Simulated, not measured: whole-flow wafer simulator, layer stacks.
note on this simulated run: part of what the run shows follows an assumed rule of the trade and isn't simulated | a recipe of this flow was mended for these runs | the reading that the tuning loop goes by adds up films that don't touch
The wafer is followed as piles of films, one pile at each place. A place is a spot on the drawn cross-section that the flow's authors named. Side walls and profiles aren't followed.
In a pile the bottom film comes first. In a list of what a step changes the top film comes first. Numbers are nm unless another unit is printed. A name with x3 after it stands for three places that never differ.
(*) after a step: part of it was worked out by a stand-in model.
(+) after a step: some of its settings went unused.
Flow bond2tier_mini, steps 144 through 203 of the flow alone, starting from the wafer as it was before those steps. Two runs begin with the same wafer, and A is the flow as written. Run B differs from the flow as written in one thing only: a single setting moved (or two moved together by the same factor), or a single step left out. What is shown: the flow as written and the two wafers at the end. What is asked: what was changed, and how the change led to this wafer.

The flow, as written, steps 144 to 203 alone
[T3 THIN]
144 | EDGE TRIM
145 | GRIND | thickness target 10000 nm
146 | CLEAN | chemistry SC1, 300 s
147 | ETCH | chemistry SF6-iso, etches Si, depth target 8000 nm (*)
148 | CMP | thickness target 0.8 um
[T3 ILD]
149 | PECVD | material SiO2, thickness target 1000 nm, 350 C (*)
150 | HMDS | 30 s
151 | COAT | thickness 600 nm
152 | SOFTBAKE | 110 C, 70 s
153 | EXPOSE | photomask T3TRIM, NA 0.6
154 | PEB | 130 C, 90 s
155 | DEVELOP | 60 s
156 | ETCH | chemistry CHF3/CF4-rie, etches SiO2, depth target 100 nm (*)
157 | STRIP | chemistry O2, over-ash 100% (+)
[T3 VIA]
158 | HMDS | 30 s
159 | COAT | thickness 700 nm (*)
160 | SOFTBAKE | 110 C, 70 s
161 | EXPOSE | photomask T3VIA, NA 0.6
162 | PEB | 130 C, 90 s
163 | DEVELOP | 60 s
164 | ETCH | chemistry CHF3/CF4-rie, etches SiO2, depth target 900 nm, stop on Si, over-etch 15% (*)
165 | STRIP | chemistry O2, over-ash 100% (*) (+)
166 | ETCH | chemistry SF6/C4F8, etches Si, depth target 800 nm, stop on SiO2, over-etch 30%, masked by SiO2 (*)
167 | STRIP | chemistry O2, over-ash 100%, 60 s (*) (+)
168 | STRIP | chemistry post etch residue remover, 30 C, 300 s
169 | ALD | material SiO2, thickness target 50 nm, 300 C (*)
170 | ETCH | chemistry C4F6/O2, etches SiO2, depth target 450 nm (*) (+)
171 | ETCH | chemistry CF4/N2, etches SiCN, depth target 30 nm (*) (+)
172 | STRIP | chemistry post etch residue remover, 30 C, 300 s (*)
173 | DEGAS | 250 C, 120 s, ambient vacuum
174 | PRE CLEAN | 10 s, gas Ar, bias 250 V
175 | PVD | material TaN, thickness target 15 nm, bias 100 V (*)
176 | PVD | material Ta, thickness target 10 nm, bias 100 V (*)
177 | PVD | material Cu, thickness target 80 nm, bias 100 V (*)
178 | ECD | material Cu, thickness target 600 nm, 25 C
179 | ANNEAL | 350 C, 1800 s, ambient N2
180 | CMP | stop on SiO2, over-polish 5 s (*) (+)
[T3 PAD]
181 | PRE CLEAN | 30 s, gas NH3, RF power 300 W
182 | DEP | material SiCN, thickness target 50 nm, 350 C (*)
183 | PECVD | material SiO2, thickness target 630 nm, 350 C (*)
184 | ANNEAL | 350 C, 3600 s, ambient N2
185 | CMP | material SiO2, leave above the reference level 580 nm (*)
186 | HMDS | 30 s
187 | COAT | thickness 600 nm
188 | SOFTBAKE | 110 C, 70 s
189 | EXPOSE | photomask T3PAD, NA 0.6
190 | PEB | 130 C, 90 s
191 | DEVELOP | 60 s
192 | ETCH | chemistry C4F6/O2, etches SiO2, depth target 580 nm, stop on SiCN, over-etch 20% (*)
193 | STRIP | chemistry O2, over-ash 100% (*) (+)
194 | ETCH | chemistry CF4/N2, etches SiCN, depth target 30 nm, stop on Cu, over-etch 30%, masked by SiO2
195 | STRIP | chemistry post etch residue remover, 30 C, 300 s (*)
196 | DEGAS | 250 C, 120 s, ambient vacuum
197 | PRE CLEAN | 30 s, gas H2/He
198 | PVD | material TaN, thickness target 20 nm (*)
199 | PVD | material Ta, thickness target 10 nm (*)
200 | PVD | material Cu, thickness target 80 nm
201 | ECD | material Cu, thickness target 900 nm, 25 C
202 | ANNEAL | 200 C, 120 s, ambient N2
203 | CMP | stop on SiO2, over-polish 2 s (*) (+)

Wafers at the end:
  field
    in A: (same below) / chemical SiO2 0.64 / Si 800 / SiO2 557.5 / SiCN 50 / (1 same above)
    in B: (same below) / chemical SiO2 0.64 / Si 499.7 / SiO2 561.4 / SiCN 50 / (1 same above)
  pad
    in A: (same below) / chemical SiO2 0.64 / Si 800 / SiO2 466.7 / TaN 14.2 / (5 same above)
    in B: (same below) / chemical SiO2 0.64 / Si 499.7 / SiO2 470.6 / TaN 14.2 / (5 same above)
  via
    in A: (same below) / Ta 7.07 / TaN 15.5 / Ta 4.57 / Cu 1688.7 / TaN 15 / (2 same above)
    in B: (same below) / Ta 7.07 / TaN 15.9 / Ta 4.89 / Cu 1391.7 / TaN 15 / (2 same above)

What caused this: step 145, GRIND: thickness target 8500 nm was run, while the flow as written has thickness target 10000 nm.

Step by step, how the change led to this:
  145 | GRIND | thickness target 10000 nm
      field, pad, via: A Si loses 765 um | B Si loses 766.5 um
  148 | CMP | thickness target 0.8 um
      field, pad, via: A Si loses 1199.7 | B nothing
  166 | ETCH | chemistry SF6/C4F8, etches Si, depth target 800 nm, stop on SiO2, over-etch 30%, masked by SiO2 (*)
      field, pad: A SiO2 loses 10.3 | B SiO2 loses 6.35
      via: A Si loses 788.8 (all of it), chemical SiO2 loses 0.64 (all of it), SiO2 loses 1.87 | B Si loses 488.5 (all of it), chemical SiO2 loses 0.64 (all of it), SiO2 loses 4.87
  177 | PVD | material Cu, thickness target 80 nm, bias 100 V (*)
      via: A Cu gains 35 (new film) | B Cu gains 37.6 (new film)
  178 | ECD | material Cu, thickness target 600 nm, 25 C
      via: A Cu gains 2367 | B Cu gains 2067.4
